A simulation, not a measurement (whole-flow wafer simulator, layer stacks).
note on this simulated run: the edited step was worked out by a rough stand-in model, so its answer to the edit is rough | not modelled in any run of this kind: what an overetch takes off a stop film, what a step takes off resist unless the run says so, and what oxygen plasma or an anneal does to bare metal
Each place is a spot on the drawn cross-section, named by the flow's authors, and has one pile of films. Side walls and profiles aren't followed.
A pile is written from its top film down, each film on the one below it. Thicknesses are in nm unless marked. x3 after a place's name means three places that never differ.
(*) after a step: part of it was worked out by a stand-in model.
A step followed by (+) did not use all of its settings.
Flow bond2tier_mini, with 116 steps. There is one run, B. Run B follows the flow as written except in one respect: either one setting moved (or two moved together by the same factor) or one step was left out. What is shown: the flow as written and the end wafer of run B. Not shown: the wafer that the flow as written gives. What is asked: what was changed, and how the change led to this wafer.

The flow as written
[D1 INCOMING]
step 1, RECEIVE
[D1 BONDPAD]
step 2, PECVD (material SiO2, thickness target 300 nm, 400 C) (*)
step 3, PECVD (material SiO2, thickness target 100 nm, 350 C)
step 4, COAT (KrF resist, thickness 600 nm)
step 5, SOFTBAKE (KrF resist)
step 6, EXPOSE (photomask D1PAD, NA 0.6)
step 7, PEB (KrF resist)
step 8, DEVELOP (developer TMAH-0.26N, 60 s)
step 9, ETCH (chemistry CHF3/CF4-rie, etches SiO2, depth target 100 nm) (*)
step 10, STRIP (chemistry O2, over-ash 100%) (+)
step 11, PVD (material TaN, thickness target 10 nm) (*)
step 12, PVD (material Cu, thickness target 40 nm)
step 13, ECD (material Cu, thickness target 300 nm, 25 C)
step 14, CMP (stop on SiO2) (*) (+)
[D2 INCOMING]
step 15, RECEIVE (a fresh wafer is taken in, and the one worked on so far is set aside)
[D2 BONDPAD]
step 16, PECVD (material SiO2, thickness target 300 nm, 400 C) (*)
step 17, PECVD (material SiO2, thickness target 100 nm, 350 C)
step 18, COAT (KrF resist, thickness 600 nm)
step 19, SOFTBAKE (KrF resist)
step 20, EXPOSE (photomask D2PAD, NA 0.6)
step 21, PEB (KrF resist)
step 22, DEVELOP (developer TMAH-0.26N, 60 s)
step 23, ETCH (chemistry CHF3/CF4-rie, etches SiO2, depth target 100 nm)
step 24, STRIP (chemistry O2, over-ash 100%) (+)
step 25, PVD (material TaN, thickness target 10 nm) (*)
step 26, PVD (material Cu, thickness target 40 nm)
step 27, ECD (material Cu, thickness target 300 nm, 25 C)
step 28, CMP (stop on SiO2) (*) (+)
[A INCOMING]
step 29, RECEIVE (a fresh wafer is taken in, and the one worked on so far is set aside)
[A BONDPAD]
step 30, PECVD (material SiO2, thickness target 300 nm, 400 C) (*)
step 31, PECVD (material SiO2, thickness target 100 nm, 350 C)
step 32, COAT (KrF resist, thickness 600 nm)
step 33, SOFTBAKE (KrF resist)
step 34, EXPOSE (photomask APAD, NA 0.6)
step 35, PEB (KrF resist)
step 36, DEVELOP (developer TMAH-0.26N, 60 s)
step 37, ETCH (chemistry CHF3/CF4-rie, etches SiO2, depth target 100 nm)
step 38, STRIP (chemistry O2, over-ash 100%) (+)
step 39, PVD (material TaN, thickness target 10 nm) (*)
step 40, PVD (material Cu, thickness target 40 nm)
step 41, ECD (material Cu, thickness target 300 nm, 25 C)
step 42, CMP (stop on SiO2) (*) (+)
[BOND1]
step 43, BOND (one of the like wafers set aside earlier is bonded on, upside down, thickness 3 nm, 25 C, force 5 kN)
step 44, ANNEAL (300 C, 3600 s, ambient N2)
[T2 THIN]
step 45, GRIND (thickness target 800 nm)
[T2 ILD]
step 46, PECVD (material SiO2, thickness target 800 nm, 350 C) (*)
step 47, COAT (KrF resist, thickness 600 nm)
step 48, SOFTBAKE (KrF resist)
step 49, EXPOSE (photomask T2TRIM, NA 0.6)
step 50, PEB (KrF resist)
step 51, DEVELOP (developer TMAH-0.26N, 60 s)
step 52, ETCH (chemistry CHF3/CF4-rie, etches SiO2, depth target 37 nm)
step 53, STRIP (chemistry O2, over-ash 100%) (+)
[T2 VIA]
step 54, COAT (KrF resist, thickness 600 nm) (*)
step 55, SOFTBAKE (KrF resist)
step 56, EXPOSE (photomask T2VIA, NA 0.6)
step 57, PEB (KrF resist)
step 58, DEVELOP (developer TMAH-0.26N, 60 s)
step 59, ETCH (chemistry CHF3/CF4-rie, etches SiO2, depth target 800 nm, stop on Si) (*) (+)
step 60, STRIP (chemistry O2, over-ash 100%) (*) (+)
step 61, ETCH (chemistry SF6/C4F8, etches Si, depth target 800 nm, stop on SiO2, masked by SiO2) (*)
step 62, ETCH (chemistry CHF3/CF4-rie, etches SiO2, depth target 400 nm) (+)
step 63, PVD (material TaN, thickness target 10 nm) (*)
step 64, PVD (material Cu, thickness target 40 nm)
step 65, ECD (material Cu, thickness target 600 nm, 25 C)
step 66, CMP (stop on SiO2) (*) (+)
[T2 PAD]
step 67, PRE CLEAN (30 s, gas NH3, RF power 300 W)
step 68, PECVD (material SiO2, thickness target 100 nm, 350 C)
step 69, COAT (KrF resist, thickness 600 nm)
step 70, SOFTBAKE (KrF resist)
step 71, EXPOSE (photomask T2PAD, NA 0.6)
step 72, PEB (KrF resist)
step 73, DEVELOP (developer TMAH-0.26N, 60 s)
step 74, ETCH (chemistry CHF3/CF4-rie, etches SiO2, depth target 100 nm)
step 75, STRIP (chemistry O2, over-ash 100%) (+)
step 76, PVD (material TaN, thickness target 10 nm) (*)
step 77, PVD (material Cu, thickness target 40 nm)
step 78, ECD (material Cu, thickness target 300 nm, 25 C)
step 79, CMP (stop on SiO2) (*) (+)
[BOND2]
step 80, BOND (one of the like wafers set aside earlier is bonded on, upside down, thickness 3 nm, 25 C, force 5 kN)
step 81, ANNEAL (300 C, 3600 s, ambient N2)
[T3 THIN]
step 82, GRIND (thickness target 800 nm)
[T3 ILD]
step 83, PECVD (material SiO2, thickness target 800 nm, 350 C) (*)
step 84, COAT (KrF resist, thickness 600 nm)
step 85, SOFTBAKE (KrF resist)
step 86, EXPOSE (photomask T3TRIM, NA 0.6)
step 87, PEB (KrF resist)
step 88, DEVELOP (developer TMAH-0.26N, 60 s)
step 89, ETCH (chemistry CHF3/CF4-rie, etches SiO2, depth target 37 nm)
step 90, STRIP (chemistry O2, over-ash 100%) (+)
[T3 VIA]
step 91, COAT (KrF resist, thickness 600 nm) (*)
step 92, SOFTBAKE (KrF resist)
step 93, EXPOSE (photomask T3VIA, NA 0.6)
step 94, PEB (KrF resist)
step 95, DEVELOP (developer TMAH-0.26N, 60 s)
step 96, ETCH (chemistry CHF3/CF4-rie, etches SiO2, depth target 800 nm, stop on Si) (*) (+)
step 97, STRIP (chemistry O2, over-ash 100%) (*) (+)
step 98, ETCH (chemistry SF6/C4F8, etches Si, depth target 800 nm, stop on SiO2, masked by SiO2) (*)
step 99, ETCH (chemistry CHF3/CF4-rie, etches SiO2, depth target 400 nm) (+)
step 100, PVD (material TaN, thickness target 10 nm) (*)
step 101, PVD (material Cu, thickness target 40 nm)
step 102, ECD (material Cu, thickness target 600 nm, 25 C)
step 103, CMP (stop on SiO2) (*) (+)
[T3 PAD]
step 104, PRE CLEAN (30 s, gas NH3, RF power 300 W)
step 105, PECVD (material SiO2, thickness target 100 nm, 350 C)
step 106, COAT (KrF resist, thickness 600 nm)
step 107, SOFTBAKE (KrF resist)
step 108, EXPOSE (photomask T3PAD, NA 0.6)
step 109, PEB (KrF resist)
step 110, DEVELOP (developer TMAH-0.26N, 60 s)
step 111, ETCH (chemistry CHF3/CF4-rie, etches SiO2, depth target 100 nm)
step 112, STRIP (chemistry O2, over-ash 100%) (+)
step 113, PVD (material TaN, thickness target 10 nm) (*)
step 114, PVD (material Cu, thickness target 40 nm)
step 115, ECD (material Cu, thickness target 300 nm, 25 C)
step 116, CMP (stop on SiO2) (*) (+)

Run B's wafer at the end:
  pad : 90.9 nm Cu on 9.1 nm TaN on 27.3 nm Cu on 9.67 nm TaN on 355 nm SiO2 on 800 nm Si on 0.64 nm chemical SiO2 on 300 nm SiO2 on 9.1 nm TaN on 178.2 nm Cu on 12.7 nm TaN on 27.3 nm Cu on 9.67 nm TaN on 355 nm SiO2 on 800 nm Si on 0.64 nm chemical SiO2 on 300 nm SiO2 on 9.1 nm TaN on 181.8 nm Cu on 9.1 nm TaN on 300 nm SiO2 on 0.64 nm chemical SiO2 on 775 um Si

What caused this: step 76, PVD: thickness target 14 nm was run, while the flow as written has thickness target 10 nm.

Step by step, how the change led to this:
  step 76, PVD (material TaN, thickness target 10 nm) (*)
      field: TaN gains 14 (new film) (as written it would have been: TaN gains 10 (new film))
      pad: TaN gains 12.7 (new film) (as written it would have been: TaN gains 9.1 (new film))
  step 79, CMP (stop on SiO2) (*) (+)
      field: Cu loses 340 (all of it), TaN loses 14 (all of it) (as written it would have been: Cu loses 340 (all of it), TaN loses 10 (all of it))
